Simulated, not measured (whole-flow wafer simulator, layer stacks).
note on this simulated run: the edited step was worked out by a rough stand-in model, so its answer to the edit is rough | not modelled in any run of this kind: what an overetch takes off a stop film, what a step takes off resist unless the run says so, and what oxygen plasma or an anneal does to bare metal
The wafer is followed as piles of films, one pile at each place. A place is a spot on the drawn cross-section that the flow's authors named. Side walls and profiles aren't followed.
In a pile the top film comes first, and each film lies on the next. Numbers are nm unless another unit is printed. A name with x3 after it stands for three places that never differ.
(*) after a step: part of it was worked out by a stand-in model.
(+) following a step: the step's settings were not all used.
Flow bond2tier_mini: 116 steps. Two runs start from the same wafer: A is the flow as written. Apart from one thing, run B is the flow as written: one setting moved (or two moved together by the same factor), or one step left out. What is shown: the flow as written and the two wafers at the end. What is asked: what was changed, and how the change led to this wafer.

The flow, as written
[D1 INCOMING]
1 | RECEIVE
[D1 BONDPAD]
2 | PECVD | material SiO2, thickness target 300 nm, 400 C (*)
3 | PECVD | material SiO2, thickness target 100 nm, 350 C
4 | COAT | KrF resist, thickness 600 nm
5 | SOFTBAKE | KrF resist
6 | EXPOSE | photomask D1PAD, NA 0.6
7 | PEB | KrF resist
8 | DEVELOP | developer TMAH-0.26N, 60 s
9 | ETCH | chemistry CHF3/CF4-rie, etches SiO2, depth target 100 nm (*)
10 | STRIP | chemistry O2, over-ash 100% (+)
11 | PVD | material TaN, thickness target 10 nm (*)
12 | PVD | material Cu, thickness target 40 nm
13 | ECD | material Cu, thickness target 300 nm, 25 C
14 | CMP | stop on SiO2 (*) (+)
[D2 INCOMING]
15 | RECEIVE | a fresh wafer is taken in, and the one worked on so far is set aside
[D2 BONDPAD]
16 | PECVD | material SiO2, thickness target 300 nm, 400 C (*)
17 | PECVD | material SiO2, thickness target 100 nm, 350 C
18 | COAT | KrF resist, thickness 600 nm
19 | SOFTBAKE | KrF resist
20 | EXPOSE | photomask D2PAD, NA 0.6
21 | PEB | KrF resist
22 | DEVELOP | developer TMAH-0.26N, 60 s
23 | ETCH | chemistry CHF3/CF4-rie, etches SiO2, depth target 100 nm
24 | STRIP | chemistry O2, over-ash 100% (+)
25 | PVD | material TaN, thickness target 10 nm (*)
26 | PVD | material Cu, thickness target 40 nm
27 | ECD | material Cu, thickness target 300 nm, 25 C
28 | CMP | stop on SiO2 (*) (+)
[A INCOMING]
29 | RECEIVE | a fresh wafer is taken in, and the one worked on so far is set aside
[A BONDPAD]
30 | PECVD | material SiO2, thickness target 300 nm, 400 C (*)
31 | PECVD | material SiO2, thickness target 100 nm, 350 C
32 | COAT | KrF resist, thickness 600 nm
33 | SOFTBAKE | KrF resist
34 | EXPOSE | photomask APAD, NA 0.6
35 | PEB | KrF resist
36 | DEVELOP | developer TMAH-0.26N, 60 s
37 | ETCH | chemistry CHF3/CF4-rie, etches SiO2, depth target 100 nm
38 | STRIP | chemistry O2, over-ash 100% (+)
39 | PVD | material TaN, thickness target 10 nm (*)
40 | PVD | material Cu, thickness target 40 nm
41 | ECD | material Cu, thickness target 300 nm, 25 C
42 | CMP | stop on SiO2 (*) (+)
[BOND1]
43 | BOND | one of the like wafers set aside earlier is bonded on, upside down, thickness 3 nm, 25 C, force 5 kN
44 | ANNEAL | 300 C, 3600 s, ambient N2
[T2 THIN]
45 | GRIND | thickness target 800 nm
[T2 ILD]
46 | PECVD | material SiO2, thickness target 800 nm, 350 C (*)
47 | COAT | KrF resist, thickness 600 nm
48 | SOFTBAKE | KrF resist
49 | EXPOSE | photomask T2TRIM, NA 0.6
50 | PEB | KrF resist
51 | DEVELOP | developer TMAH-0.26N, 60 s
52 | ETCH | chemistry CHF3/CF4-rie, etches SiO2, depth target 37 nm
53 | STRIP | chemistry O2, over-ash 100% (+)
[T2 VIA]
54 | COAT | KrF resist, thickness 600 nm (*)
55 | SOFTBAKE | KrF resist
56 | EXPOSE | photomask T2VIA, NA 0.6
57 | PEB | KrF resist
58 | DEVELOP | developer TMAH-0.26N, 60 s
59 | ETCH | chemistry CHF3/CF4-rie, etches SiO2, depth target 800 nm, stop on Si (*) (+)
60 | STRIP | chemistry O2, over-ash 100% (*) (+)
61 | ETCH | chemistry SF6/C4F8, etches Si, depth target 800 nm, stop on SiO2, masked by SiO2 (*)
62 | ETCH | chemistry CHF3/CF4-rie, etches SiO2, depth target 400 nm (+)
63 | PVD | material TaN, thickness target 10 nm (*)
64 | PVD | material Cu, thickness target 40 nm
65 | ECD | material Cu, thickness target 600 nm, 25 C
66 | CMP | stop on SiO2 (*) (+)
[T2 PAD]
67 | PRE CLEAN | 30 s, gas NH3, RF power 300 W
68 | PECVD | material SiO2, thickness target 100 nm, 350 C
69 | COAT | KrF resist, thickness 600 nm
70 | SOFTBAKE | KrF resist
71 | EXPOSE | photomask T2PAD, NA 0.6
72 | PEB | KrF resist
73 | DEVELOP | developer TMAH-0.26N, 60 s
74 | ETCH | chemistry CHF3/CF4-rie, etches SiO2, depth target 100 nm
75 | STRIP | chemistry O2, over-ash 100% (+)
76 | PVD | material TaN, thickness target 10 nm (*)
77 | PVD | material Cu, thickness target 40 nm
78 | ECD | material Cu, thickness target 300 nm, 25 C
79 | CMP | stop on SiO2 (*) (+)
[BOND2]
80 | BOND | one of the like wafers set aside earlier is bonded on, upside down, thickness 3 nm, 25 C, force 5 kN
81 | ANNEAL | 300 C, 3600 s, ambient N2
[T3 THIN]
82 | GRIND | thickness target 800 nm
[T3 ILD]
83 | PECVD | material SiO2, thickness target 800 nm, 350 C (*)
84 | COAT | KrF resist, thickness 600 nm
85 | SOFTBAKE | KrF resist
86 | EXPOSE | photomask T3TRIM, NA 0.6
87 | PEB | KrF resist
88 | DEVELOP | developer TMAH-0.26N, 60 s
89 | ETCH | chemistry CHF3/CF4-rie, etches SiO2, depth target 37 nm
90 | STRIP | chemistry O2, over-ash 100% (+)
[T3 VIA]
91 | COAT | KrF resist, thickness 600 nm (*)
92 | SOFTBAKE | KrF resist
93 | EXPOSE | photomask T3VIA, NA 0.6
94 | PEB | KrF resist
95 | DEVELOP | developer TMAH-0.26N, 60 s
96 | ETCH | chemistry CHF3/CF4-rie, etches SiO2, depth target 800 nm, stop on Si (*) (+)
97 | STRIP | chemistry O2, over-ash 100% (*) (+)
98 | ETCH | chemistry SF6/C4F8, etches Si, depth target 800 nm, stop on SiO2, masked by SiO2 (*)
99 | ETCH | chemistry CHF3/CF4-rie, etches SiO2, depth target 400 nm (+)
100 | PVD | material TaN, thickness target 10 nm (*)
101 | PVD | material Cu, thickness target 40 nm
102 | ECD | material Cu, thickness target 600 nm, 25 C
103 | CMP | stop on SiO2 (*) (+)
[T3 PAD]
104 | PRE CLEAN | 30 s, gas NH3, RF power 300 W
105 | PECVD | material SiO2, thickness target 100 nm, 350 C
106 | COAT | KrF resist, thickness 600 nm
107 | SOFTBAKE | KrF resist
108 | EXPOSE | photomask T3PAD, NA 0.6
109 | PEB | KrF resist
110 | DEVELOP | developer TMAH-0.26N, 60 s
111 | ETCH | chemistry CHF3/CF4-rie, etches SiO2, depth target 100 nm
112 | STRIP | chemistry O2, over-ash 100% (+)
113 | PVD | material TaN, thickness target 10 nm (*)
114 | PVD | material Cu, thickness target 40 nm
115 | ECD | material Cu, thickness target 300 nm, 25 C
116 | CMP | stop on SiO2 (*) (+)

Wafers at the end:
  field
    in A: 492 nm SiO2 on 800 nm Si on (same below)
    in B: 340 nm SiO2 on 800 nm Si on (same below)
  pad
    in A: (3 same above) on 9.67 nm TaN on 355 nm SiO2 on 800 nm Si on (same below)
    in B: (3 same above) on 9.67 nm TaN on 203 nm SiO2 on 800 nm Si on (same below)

Cause: step 83, PECVD: thickness target 648 nm was run, while the flow as written has thickness target 800 nm.

The path from the change to this, step by step:
  83 | PECVD | material SiO2, thickness target 800 nm, 350 C (*)
      field, pad: A +800 SiO2 (new film) | B +648 SiO2 (new film)
